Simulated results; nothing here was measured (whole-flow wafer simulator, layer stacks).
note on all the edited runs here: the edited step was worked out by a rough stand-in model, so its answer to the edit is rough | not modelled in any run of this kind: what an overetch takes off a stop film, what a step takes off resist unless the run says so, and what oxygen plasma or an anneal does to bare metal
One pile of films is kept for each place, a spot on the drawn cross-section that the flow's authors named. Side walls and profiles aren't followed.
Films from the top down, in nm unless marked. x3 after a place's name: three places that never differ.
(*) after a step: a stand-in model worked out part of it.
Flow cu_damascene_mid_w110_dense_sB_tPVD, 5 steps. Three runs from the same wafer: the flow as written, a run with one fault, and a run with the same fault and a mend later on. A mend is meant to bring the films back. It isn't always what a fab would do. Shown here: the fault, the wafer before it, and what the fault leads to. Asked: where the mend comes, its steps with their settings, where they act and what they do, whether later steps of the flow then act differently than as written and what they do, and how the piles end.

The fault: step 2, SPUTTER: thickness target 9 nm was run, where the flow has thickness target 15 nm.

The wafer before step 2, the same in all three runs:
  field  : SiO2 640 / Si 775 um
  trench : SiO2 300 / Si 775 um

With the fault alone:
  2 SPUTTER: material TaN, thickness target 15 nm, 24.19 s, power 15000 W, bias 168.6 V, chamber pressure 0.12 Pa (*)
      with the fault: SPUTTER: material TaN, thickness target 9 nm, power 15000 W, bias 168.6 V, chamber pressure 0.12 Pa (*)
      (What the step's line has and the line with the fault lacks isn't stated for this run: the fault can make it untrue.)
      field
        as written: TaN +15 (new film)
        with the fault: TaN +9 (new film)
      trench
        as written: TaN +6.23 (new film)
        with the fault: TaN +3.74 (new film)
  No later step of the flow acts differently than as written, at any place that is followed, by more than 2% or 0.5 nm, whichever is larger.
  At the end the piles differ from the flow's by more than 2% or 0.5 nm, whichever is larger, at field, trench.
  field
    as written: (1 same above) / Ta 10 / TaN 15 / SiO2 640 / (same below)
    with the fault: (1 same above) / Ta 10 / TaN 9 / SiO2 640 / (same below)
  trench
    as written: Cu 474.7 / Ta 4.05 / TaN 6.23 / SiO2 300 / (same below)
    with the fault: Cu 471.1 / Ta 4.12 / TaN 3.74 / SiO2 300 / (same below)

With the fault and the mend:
  The mend comes after step 2.
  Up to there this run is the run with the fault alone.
  2a SPUTTER: material TaN, thickness target 6 nm, power 15000 W, bias 168.6 V, chamber pressure 0.12 Pa (*) (the flow's step 2 once more, with other settings)
      field
        TaN +6
      trench
        TaN +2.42
  No later step of the flow acts differently than as written, at any place that is followed, by more than 2% or 0.5 nm, whichever is larger.
  At the end the piles differ from the flow's only slightly at the places that both follow, by at most 2% or 0.5 nm, whichever is larger.
